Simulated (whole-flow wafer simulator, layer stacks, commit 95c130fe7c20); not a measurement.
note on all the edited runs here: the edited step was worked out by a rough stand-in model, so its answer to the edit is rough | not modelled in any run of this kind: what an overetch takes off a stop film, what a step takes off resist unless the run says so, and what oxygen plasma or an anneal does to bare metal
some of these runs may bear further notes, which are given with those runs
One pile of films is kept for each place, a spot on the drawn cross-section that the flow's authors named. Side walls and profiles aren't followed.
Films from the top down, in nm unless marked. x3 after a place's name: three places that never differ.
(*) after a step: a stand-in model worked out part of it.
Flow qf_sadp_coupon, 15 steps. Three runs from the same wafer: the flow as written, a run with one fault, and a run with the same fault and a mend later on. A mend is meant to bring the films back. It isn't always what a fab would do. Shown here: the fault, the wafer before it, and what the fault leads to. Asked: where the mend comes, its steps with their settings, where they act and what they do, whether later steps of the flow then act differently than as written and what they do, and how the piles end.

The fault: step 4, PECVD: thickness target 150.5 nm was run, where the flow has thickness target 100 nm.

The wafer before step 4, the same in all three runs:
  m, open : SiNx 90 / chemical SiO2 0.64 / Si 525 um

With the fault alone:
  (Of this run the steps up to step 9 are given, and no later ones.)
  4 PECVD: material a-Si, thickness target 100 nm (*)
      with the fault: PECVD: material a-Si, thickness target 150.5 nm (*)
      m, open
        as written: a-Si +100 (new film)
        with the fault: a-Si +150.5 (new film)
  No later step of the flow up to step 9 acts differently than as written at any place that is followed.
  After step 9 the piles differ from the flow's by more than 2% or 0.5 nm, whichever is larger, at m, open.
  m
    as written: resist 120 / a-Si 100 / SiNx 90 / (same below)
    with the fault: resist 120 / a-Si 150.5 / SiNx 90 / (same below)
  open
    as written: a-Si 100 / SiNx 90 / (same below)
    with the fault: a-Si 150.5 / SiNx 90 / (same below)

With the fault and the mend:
  The mend comes after step 4.
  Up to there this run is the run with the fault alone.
  4a ETCH: chemistry tmah, depth target 173.1 nm
      m, open
        a-Si -150.5 (all of it)
  4b PECVD: material a-Si, thickness target 100 nm (*) (the flow's step 4 once more)
      m, open
        a-Si +100 (new film)
  No later step of the flow acts differently than as written at any place that is followed.
  At the end the piles are the same as the flow's at every place that both follow.
